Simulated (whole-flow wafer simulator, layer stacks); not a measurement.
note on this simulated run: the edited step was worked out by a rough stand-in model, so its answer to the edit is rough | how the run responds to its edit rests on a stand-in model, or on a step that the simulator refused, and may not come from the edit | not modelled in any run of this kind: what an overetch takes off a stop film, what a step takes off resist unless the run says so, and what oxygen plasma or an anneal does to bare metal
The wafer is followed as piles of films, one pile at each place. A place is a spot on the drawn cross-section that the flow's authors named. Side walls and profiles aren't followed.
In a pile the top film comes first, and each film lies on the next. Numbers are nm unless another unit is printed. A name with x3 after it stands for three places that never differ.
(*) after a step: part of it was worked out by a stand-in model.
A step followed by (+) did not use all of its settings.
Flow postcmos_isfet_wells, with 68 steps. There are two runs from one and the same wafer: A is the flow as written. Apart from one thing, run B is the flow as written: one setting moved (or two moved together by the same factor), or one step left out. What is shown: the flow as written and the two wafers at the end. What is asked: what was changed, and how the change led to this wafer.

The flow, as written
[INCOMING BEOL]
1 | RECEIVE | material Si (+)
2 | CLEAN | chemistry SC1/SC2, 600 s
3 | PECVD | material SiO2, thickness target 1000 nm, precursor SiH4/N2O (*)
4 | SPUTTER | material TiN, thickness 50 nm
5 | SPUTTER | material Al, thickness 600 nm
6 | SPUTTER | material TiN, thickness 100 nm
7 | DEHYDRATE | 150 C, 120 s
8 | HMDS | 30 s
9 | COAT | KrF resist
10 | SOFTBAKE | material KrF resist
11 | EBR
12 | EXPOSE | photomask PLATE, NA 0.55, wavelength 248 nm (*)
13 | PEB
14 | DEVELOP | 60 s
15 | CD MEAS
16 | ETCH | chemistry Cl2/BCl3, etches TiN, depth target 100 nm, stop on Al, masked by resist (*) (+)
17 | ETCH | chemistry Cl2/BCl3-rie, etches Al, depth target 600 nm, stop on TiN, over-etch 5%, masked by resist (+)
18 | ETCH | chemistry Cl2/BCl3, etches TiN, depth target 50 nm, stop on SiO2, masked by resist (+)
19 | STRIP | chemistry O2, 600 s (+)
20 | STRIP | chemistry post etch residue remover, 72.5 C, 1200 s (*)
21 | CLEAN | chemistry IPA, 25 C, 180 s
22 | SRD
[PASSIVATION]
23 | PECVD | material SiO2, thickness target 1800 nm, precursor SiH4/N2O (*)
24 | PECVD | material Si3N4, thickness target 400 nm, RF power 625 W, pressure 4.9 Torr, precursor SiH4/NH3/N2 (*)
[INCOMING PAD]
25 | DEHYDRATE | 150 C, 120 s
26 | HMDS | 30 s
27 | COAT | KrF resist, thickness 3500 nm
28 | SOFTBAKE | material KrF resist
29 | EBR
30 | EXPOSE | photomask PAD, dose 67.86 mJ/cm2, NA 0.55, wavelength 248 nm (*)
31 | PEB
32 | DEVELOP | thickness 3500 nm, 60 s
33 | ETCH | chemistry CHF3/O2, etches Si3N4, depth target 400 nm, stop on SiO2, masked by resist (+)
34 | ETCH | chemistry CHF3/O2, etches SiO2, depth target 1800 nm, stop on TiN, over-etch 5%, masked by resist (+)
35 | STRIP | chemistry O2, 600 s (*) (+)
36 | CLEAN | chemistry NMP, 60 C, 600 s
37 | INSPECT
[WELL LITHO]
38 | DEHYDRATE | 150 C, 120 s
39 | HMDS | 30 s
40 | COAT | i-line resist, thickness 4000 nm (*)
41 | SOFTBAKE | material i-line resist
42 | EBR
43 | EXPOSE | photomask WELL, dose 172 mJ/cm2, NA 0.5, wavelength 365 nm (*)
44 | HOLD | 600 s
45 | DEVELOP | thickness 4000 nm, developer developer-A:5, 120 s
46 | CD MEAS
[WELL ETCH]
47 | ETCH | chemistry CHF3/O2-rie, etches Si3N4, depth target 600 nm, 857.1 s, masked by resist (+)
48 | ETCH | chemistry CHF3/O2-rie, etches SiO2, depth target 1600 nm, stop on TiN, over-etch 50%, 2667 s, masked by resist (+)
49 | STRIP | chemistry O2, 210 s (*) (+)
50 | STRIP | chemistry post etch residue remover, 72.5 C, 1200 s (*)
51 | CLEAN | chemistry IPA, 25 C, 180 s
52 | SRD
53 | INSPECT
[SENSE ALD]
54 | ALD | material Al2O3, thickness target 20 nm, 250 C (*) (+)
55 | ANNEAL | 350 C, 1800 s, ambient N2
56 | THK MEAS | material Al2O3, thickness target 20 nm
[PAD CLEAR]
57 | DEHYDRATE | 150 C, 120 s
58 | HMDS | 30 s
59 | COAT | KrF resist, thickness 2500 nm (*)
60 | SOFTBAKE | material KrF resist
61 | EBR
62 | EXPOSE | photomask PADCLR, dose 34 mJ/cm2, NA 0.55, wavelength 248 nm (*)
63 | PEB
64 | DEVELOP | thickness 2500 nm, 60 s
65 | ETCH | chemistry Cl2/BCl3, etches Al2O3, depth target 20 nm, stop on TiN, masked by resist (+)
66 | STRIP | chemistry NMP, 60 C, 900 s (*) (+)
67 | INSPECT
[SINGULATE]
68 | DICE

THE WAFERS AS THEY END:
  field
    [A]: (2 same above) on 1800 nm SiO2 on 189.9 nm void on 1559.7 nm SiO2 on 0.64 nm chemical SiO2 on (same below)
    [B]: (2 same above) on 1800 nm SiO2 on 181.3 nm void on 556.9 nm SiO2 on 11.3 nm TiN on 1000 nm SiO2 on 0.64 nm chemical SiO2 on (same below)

What caused this: step 16, ETCH: depth target 82.5 nm was run, though the flow has depth target 100 nm.

How this came from the change, step by step:
  16 | ETCH | chemistry Cl2/BCl3, etches TiN, depth target 100 nm, stop on Al, masked by resist (*) (+)
      field: A TiN loses 100 (all of it) | B TiN loses 82.5
      margin, well900, well1300 x3, pad_rim, pad_clr, pad_open: A KrF resist loses 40 | B KrF resist loses 33
  17 | ETCH | chemistry Cl2/BCl3-rie, etches Al, depth target 600 nm, stop on TiN, over-etch 5%, masked by resist (+)
      field: A Al loses 600 (all of it) | B TiN loses 17.5 (all of it), Al loses 572
  18 | ETCH | chemistry Cl2/BCl3, etches TiN, depth target 50 nm, stop on SiO2, masked by resist (+)
      field: A TiN loses 50 (all of it) | B Al loses 28 (all of it), TiN loses 38.2
  23 | PECVD | material SiO2, thickness target 1800 nm, precursor SiH4/N2O (*)
      field: A SiO2 gains 1800 (new film), void gains 189.9 (new film), SiO2 gains 559.7 | B SiO2 gains 1800 (new film), void gains 181.3 (new film), SiO2 gains 556.9 (new film)
If metal films that touch count as one body, field has 1 body; the flow as written gives 0 bodies.
